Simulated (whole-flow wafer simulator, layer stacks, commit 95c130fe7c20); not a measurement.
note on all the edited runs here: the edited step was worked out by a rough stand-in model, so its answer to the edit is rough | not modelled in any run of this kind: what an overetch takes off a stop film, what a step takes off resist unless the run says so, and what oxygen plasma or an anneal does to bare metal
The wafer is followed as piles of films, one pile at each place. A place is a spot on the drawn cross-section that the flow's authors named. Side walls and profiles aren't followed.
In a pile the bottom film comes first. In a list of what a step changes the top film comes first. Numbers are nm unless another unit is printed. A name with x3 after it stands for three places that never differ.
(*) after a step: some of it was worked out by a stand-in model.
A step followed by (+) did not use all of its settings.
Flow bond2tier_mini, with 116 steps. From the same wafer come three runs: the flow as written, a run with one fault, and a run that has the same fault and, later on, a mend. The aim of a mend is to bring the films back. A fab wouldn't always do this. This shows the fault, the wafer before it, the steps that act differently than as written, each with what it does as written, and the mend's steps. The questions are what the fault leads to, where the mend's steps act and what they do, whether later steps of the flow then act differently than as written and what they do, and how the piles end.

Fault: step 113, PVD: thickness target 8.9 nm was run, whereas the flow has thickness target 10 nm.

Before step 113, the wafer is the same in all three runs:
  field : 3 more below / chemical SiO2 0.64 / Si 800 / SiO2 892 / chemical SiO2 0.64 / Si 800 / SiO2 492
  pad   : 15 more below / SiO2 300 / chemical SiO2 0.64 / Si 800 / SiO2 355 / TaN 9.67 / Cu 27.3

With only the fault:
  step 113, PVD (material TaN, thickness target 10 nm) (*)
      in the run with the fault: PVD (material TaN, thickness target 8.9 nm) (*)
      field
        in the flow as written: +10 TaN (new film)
        in the run with the fault: +8.9 TaN (new film)
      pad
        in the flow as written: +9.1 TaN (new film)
        in the run with the fault: +8.1 TaN (new film)
  Steps later in the flow that act otherwise than as written (not shown: 1 more step that differs only slightly, by at most 2% or 0.5 nm, whichever is larger):
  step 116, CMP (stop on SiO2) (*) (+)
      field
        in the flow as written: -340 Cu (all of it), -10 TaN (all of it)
        in the run with the fault: -340 Cu (all of it), -8.9 TaN (all of it)
  At pad, the piles at the end differ from the flow's by more than 2% or 0.5 nm, whichever is larger.
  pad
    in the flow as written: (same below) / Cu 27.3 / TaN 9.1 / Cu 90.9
    in the run with the fault: (same below) / Cu 27.3 / TaN 8.1 / Cu 91.9

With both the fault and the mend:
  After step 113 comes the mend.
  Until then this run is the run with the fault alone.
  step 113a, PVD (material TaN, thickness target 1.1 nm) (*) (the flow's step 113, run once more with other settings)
      field
        +1.1 TaN
      pad
        +1 TaN
  None of the later steps of the flow acts differently than as written at any place that is followed.
  The piles end the same as the flow's at every place that both follow.
